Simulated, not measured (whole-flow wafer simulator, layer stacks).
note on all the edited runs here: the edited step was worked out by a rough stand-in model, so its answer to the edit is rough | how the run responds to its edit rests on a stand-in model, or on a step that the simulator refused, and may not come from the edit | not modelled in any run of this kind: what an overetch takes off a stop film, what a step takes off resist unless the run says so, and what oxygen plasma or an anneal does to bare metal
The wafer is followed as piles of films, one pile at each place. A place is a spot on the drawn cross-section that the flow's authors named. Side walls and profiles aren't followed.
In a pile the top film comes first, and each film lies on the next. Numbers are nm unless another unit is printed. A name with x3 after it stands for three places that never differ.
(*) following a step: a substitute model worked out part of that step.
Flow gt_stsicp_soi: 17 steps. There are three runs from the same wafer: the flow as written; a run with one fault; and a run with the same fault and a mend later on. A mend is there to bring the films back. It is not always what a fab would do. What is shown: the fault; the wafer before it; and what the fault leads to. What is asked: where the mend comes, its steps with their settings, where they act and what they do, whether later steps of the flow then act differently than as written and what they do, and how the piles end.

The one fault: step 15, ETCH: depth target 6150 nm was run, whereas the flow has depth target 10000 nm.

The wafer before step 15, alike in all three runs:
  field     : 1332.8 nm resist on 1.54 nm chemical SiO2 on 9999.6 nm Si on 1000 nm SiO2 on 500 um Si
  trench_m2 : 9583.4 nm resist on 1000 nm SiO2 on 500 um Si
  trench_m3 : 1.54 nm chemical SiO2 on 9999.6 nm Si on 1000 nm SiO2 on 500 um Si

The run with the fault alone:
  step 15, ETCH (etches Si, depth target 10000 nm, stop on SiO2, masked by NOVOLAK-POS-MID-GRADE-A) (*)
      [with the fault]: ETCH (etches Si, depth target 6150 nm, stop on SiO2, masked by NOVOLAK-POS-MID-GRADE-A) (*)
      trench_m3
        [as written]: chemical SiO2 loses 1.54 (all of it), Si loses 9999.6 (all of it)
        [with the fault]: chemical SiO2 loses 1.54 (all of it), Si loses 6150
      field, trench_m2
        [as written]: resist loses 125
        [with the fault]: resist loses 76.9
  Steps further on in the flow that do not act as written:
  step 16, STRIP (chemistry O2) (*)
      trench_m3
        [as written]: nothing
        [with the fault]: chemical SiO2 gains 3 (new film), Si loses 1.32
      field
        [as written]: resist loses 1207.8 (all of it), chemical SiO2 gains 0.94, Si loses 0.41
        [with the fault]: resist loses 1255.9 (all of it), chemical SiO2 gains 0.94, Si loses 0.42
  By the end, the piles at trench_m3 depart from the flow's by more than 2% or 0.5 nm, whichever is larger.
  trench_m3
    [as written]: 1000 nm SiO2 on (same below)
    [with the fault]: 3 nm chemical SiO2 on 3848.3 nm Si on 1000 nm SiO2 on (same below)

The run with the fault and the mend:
  The mend follows step 15.
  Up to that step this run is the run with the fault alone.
  step 15a, ETCH (etches Si, depth target 3850 nm, stop on SiO2, masked by NOVOLAK-POS-MID-GRADE-A) (*) (the flow's step 15, run once more with other settings)
      field, trench_m2
        resist loses 48.1
      trench_m3
        Si loses 3849.6 (all of it)
  Later steps of the flow that are run all act as written at every place that is followed.
  At every place that both follow, the piles at the end match the flow's.
